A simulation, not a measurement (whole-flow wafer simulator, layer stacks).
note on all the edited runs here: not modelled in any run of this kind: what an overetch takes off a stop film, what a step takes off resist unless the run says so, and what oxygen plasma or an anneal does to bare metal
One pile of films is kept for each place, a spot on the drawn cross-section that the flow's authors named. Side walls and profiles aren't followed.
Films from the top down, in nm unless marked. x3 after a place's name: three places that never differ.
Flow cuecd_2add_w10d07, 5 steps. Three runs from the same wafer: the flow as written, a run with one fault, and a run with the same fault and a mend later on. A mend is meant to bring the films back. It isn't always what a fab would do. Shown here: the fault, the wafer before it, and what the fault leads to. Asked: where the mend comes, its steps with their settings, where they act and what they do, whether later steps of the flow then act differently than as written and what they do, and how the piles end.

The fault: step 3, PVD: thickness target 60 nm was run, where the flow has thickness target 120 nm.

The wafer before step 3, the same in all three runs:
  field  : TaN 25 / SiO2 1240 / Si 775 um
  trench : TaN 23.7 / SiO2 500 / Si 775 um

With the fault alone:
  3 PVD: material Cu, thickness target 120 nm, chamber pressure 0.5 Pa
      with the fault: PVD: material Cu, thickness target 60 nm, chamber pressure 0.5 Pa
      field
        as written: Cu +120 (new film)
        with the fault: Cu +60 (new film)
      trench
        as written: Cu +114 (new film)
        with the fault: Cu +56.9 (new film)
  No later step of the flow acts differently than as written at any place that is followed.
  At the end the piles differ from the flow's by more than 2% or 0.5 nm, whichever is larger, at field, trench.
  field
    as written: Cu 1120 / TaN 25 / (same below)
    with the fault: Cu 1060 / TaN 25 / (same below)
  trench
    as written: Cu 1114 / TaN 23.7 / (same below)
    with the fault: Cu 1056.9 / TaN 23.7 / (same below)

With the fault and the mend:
  The mend comes after step 3.
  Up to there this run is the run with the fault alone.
  3a PVD: material Cu, thickness target 60 nm, chamber pressure 0.5 Pa (the flow's step 3 once more, with other settings)
      field
        Cu +60
      trench
        Cu +56.9
  No later step of the flow acts differently than as written at any place that is followed.
  At the end the piles differ from the flow's only slightly at the places that both follow, by at most 2% or 0.5 nm, whichever is larger.
